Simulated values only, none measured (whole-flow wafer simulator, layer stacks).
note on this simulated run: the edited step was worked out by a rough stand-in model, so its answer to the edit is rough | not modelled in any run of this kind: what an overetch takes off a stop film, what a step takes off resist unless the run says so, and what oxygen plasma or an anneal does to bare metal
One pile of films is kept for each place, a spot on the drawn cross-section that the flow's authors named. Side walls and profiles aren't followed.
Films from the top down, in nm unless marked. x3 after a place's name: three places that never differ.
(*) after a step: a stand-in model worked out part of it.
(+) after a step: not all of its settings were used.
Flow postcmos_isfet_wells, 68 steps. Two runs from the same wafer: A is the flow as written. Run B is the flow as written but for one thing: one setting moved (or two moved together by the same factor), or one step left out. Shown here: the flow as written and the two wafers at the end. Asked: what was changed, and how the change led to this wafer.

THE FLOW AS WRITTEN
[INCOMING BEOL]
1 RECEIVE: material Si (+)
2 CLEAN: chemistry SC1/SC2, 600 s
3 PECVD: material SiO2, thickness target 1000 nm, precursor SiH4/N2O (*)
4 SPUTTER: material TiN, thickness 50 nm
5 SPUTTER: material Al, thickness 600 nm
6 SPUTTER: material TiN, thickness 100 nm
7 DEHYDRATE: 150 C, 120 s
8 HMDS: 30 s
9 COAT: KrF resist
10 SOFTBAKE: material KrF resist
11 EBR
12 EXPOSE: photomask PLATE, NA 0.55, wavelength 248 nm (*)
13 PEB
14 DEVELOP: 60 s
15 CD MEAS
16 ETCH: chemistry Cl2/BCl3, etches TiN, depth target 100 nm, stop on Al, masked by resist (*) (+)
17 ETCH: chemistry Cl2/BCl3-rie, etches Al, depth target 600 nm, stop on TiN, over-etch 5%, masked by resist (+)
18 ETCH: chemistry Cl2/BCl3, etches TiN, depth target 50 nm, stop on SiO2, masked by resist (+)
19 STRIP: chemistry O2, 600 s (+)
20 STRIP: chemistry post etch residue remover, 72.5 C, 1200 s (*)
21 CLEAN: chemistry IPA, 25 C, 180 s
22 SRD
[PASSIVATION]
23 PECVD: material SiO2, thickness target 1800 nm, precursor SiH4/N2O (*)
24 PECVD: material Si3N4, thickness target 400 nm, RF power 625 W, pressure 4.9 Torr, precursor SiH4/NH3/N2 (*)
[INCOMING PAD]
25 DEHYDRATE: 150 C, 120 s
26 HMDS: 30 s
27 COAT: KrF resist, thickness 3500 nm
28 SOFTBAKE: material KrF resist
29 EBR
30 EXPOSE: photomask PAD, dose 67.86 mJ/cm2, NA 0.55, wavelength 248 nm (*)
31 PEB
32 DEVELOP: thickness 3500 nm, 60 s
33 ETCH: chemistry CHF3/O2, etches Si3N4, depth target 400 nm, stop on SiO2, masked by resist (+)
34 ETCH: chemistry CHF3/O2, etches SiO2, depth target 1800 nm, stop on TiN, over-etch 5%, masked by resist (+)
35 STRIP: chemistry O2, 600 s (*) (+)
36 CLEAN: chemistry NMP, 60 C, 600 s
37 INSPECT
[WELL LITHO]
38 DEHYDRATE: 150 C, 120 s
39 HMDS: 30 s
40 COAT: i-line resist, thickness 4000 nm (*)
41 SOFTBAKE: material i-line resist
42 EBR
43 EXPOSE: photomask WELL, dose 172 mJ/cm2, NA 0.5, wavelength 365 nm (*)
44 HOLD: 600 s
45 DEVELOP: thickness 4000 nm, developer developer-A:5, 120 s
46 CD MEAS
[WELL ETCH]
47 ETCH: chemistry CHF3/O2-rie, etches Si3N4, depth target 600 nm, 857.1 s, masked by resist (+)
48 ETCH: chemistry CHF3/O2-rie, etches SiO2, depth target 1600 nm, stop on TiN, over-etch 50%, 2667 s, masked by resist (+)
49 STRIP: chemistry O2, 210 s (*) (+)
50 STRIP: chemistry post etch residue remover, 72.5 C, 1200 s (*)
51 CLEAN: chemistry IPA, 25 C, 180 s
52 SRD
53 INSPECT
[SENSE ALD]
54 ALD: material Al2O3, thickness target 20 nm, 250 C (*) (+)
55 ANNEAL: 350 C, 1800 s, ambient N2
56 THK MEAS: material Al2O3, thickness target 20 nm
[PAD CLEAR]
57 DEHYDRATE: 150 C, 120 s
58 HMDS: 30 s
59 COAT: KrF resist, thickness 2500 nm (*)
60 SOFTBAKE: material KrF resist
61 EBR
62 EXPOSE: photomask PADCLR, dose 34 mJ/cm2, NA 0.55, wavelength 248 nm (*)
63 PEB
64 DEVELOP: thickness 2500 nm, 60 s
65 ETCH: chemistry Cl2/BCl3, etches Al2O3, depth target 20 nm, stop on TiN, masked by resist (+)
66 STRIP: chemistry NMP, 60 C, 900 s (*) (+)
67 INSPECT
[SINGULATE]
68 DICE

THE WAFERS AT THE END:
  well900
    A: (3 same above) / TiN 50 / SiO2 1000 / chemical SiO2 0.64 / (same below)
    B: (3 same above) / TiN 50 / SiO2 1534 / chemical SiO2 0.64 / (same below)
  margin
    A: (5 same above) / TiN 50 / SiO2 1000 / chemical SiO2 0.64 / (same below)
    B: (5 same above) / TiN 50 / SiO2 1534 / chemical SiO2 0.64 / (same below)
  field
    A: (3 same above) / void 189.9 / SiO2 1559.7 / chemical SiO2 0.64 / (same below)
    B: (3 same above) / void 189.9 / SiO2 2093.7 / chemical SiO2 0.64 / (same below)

The cause: step 3, PECVD: thickness target 1534 nm was run, where the flow has thickness target 1000 nm.
It can be read off the wafer: well900 has SiO2 1534, and step 3 as written asks for 1000 nm.

How the change led to this, step by step:
  3 PECVD: material SiO2, thickness target 1000 nm, precursor SiH4/N2O (*)
      field, margin, well900, well1300 x3, pad_rim, pad_clr, pad_open: A SiO2 +1000 (new film) | B SiO2 +1534 (new film)
